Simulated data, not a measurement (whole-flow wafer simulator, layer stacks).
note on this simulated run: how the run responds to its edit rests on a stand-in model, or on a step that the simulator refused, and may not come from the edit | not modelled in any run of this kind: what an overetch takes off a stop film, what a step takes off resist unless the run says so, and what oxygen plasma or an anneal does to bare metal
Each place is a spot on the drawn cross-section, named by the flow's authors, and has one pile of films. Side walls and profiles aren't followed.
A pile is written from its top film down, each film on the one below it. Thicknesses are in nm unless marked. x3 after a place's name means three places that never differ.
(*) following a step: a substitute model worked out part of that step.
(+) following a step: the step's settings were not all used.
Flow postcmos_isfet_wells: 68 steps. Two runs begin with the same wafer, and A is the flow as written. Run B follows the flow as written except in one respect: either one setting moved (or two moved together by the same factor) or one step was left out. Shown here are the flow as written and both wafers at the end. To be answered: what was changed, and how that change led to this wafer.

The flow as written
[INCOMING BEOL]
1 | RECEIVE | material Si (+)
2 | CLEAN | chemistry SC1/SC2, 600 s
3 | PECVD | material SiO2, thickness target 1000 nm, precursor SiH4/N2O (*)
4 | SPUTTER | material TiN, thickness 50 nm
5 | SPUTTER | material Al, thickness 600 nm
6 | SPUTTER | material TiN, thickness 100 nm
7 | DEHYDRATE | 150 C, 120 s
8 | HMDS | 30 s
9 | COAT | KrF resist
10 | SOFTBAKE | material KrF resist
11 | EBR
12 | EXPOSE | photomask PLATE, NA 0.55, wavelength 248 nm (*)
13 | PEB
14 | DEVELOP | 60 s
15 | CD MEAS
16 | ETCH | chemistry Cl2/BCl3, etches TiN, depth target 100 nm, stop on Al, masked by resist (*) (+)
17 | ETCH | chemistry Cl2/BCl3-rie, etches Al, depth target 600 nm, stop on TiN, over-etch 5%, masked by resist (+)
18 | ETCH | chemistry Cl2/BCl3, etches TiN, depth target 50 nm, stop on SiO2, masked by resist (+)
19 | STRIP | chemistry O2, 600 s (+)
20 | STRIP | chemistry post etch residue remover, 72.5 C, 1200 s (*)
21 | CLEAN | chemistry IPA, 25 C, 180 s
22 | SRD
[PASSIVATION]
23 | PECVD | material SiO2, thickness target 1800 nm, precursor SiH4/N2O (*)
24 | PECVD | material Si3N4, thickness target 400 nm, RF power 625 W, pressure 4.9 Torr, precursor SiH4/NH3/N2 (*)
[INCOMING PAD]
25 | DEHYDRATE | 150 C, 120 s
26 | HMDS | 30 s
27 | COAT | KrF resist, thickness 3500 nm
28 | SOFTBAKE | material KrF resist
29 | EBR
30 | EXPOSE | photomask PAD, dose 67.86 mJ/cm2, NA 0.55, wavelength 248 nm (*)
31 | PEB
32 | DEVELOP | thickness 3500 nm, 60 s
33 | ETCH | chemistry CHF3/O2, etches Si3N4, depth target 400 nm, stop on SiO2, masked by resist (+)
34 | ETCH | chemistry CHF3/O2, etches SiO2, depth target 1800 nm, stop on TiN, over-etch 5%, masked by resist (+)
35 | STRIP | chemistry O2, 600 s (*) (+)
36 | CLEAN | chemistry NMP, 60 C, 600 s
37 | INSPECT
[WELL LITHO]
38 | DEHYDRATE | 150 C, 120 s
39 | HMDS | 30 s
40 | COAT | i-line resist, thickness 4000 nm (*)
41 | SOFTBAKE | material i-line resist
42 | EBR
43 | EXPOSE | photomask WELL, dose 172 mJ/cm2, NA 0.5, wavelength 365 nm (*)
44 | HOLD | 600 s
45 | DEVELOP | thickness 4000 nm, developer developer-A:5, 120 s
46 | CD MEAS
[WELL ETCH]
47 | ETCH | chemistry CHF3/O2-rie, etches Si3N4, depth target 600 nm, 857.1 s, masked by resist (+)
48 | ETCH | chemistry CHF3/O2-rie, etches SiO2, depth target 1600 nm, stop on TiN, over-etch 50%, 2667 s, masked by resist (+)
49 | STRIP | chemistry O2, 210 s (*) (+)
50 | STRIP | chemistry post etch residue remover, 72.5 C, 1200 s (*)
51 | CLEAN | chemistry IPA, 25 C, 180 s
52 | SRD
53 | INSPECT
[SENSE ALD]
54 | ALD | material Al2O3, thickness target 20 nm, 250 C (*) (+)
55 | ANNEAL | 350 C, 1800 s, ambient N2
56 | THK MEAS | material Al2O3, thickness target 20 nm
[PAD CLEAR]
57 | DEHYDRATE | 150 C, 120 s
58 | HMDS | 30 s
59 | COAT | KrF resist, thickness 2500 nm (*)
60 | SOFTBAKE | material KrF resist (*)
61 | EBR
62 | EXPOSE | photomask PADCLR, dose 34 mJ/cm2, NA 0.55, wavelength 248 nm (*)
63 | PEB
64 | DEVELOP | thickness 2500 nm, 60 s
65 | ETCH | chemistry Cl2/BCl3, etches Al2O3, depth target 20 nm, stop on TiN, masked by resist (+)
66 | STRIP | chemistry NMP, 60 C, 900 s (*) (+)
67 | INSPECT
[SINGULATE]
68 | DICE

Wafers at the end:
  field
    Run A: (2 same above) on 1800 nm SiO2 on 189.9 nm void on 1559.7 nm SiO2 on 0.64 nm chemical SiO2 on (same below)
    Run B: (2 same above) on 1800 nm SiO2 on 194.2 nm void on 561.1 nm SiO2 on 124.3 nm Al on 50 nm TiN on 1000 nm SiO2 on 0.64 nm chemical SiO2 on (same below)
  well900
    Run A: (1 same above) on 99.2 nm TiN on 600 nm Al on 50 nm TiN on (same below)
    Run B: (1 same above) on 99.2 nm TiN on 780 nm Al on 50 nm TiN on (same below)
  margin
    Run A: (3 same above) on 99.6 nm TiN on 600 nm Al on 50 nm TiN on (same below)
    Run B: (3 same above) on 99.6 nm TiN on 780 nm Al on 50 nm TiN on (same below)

Cause: step 5, SPUTTER: thickness 780 nm was run, while the flow as written has thickness 600 nm.
The wafer lets one read it off: well900 has Al 780, and step 5 as written asks for 600 nm.

Step by step, how the change led to this:
  5 | SPUTTER | material Al, thickness 600 nm
      field, margin, well900 and 6 more: A Al gains 600 (new film) | B Al gains 780 (new film)
  17 | ETCH | chemistry Cl2/BCl3-rie, etches Al, depth target 600 nm, stop on TiN, over-etch 5%, masked by resist (+)
      field: A Al loses 600 (all of it) | B Al loses 600
  18 | ETCH | chemistry Cl2/BCl3, etches TiN, depth target 50 nm, stop on SiO2, masked by resist (+)
      field: A TiN loses 50 (all of it) | B Al loses 50
  20 | STRIP | chemistry post etch residue remover, 72.5 C, 1200 s (*)
      field: A nothing | B Al loses 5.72
  23 | PECVD | material SiO2, thickness target 1800 nm, precursor SiH4/N2O (*)
      field: A SiO2 gains 1800 (new film), void gains 189.9 (new film), SiO2 gains 559.7 | B SiO2 gains 1800 (new film), void gains 194.2 (new film), SiO2 gains 561.1 (new film)
Taking metal films that touch as one body, field has 1 body; the flow as written gives 0 bodies.
